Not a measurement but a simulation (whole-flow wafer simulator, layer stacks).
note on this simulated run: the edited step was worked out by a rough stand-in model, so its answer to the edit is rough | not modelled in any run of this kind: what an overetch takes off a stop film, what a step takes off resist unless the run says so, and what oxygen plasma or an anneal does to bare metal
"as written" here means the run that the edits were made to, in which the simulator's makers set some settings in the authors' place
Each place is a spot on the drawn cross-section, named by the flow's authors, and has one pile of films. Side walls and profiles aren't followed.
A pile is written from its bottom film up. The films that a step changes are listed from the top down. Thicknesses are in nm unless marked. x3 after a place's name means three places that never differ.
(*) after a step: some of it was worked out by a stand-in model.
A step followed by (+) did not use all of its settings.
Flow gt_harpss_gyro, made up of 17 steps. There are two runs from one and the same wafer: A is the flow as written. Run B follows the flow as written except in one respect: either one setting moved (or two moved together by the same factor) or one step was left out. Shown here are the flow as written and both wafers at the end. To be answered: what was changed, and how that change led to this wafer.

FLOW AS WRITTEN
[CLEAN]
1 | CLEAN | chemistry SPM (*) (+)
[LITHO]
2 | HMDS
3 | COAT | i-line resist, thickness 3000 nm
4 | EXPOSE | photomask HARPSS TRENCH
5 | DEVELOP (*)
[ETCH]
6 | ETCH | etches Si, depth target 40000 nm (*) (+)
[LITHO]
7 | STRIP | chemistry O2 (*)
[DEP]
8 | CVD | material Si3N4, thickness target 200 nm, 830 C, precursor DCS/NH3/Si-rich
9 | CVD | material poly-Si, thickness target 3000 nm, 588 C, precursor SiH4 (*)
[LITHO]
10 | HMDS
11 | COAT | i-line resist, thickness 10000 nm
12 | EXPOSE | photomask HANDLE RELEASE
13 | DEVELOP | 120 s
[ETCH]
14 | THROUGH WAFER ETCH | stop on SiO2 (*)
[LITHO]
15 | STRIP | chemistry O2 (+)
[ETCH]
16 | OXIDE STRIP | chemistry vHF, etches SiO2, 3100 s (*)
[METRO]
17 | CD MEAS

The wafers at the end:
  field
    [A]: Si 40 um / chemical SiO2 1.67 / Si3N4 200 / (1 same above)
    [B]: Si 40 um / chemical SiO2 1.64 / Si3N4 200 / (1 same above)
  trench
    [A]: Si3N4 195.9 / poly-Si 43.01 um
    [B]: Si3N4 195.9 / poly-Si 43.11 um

What caused this: step 6, ETCH: depth target 55000 nm was run, whereas the flow has depth target 40000 nm.

The path from the change to this, step by step:
  6 | ETCH | etches Si, depth target 40000 nm (*) (+)
      trench: A -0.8 chemical SiO2 (all of it), -40 um Si (all of it) | B -0.8 chemical SiO2 (all of it), -40 um Si (all of it), -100 SiO2
      field: A -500 i-line resist | B -687.5 i-line resist
  7 | STRIP | chemistry O2 (*)
      field: A -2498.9 i-line resist (all of it), +0.87 chemical SiO2, -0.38 Si | B -2311.4 i-line resist (all of it), +0.84 chemical SiO2, -0.37 Si
  9 | CVD | material poly-Si, thickness target 3000 nm, 588 C, precursor SiH4 (*)
      trench: A +43.01 um poly-Si (new film) | B +43.11 um poly-Si (new film)
  16 | OXIDE STRIP | chemistry vHF, etches SiO2, 3100 s (*)
      trench: A under 2 films: -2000 SiO2 (all of it) | B under 2 films: -1900 SiO2 (all of it)
